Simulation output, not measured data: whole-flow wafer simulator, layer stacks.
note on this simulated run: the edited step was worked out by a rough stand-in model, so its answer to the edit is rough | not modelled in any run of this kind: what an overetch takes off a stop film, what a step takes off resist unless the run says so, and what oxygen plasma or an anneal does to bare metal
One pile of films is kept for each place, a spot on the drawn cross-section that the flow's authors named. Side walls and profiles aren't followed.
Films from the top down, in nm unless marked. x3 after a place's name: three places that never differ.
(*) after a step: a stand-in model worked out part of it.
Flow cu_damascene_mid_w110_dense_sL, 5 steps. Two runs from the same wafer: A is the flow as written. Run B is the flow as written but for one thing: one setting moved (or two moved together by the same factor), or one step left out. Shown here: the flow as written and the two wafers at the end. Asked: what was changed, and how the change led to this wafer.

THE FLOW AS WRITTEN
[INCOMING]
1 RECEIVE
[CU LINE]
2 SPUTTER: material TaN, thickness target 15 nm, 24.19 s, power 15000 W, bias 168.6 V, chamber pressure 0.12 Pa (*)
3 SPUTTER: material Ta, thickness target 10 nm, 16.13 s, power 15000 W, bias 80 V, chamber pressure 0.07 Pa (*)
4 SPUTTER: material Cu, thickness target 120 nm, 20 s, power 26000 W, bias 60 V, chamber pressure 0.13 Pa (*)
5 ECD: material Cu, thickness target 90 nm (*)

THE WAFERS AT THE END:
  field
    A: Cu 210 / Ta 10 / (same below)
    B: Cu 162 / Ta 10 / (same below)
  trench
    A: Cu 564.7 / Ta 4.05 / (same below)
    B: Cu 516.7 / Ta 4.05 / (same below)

The cause: step 4, SPUTTER: thickness target 72 nm was run, where the flow has thickness target 120 nm; step 4, SPUTTER: 12 s was run, where the flow has 20 s.

How the change led to this, step by step:
  4 SPUTTER: material Cu, thickness target 120 nm, 20 s, power 26000 W, bias 60 V, chamber pressure 0.13 Pa (*)
      field: A Cu +120 (new film) | B Cu +72 (new film)
      trench: A Cu +49.9 (new film) | B Cu +30 (new film)
  5 ECD: material Cu, thickness target 90 nm (*)
      trench: A Cu +514.8 | B Cu +486.8
